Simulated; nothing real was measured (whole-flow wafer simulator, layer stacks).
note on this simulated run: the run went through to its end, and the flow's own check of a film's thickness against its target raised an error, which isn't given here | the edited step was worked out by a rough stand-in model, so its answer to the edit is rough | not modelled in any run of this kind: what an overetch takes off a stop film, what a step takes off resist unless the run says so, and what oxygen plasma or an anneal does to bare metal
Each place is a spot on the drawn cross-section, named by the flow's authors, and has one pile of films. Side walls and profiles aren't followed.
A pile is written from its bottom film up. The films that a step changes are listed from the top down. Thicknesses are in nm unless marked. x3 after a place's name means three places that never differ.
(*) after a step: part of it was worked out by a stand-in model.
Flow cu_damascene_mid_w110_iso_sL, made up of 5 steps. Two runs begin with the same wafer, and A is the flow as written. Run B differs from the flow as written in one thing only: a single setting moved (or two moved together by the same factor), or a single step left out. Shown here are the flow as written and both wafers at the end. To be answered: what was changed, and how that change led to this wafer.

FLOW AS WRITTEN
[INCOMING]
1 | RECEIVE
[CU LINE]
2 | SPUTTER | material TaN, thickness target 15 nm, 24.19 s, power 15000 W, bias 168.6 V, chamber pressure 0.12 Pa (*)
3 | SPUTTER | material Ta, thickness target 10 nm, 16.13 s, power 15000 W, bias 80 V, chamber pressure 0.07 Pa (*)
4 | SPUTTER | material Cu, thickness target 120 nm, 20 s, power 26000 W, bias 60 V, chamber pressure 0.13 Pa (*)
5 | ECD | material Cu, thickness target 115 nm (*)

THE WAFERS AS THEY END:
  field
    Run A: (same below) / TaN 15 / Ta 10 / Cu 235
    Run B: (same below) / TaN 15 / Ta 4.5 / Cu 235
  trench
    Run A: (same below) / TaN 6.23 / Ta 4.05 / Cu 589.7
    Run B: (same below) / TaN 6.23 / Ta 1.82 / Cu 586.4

What caused this: step 3, SPUTTER: thickness target 4.5 nm was run, whereas the flow has thickness target 10 nm.
The wafer itself shows it: field has Ta 4.5, and step 3 as written asks for 10 nm.

Step by step, how the change led to this:
  3 | SPUTTER | material Ta, thickness target 10 nm, 16.13 s, power 15000 W, bias 80 V, chamber pressure 0.07 Pa (*)
      field: A +10 Ta (new film) | B +4.5 Ta (new film)
      trench: A +4.05 Ta (new film) | B +1.82 Ta (new film)
